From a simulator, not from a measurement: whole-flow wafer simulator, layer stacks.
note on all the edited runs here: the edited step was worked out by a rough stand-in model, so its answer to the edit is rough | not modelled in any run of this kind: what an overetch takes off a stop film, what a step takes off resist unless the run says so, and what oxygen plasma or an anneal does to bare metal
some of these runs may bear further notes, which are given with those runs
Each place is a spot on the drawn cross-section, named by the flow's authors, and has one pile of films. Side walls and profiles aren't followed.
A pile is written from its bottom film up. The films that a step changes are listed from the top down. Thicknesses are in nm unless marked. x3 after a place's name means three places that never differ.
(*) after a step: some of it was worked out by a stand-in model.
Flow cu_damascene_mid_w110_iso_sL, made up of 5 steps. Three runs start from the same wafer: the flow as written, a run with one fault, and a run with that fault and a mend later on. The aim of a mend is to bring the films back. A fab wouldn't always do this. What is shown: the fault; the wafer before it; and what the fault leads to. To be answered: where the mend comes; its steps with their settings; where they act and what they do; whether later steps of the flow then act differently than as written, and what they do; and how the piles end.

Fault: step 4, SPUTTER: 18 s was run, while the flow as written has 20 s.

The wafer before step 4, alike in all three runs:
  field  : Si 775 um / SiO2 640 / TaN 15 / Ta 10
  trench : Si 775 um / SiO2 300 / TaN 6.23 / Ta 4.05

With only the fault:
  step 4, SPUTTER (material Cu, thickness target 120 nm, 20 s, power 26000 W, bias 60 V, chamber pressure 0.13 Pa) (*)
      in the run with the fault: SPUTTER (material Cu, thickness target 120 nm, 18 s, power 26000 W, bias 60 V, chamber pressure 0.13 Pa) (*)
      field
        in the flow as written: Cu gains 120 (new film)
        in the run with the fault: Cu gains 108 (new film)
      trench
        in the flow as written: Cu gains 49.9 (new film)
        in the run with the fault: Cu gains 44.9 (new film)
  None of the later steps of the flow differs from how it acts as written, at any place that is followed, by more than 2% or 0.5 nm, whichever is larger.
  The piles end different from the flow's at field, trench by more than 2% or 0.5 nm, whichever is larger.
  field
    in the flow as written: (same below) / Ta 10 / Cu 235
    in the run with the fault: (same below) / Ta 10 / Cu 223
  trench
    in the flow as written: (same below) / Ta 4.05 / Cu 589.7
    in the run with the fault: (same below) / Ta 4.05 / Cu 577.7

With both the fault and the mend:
  After step 4 comes the mend.
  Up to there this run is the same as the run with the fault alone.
  step 4a, SPUTTER (material Cu, thickness target 120 nm, 2 s, power 26000 W, bias 60 V, chamber pressure 0.13 Pa) (*) (a further turn of the flow's step 4, with different settings)
      field
        Cu gains 12
      trench
        Cu gains 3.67
  None of the later steps of the flow differs from how it acts as written, at any place that is followed, by more than 2% or 0.5 nm, whichever is larger.
  At every place that both follow, the piles at the end match the flow's.
